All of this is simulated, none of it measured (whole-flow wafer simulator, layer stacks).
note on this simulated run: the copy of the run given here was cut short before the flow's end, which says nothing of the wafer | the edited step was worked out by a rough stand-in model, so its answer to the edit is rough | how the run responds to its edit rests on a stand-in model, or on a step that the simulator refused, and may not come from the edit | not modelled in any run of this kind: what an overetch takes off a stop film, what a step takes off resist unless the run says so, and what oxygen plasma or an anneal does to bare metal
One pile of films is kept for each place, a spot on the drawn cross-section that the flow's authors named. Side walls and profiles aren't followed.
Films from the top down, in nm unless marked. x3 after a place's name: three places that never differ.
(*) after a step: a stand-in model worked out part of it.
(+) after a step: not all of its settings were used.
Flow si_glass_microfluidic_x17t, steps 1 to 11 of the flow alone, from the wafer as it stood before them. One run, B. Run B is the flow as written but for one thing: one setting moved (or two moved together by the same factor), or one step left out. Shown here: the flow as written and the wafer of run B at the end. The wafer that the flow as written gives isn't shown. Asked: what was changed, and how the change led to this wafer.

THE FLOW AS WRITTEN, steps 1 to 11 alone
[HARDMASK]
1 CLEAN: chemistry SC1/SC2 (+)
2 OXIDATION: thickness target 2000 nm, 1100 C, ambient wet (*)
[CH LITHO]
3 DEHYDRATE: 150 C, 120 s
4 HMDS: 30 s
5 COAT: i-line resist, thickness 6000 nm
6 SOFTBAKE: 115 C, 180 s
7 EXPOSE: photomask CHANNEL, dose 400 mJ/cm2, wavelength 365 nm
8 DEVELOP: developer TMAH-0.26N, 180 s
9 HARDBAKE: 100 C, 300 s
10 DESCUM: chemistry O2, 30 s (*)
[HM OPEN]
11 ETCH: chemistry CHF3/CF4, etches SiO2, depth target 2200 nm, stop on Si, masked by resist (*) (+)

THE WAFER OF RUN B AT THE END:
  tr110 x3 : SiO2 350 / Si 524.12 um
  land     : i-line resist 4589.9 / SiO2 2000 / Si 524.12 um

The cause: step 11, ETCH: depth target 1650 nm was run, where the flow has depth target 2200 nm.

How the change led to this, step by step:
  11 ETCH: chemistry CHF3/CF4, etches SiO2, depth target 2200 nm, stop on Si, masked by resist (*) (+)
      tr110 x3: SiO2 -1650 (as written it would be: SiO2 -2000 (all of it))
      land: i-line resist -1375 (as written it would be: i-line resist -1833.3)
